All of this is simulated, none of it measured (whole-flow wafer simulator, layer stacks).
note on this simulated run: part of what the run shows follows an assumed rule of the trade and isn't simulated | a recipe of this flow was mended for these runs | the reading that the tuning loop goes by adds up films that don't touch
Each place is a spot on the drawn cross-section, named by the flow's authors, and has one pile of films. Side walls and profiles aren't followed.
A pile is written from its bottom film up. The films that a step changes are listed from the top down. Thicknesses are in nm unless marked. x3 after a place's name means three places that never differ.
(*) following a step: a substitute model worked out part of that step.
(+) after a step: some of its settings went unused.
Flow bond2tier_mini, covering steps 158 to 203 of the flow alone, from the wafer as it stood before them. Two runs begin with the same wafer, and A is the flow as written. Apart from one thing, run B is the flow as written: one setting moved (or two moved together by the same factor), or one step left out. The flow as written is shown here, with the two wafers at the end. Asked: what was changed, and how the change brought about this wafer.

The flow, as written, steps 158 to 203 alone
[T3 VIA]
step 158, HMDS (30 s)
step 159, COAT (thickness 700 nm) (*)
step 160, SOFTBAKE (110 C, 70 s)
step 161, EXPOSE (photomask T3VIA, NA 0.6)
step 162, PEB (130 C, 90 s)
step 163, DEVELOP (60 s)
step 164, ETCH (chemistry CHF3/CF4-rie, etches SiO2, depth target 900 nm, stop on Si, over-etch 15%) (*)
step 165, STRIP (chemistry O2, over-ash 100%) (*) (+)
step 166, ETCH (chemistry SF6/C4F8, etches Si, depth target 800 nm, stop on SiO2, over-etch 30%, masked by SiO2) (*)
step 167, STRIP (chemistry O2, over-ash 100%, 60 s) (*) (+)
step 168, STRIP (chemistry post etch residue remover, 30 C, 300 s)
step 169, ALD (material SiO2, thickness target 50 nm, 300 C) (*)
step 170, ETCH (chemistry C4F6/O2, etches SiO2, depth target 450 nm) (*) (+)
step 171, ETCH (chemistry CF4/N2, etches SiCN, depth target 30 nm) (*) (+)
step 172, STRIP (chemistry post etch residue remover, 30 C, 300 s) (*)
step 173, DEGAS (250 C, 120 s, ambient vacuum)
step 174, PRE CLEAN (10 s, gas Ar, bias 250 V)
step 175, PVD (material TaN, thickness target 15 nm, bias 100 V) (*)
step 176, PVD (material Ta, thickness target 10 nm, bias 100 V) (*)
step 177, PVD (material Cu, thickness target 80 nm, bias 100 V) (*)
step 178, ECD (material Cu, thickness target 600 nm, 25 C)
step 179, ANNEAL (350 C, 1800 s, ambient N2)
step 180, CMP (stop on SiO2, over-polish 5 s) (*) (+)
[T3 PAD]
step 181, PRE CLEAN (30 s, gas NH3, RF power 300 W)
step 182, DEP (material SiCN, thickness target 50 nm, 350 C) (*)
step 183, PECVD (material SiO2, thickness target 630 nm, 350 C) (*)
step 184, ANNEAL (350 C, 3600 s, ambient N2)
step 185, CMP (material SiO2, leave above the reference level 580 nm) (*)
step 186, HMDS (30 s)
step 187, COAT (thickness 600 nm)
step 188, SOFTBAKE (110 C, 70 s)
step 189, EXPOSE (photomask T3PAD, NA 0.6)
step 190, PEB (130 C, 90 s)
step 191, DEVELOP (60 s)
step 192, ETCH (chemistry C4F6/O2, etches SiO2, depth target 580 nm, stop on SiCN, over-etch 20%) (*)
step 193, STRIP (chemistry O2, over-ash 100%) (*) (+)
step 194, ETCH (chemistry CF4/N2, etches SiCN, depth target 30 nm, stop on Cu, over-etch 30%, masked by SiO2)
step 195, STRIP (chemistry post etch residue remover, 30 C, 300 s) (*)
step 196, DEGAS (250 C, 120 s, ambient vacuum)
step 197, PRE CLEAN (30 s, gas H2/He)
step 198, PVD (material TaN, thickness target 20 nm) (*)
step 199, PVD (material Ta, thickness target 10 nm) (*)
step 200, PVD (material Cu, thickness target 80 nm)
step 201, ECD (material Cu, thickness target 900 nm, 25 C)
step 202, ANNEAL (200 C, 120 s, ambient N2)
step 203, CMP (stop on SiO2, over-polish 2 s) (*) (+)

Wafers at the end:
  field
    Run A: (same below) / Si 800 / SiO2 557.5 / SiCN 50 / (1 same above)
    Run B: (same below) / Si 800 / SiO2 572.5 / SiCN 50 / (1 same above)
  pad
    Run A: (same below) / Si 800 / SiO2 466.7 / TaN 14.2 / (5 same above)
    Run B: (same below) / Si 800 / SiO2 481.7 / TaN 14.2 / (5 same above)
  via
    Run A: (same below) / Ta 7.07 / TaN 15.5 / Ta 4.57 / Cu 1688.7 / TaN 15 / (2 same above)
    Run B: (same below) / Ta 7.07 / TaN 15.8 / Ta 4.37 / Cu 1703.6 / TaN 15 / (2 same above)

The reason: step 169, ALD: thickness target 65 nm was run, though the flow has thickness target 50 nm.

How this came from the change, step by step:
  step 169, ALD (material SiO2, thickness target 50 nm, 300 C) (*)
      field, pad, via: A SiO2 gains 50 | B SiO2 gains 65
  step 170, ETCH (chemistry C4F6/O2, etches SiO2, depth target 450 nm) (*) (+)
      via: A SiO2 loses 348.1 (all of it), SiCN loses 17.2 | B SiO2 loses 363.1 (all of it), SiCN loses 14.6
  step 171, ETCH (chemistry CF4/N2, etches SiCN, depth target 30 nm) (*) (+)
      via: A SiCN loses 17.6 (all of it), TaN loses 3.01 | B SiCN loses 20.2 (all of it), TaN loses 2.4
  step 177, PVD (material Cu, thickness target 80 nm, bias 100 V) (*)
      via: A Cu gains 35 (new film) | B Cu gains 33.3 (new film)
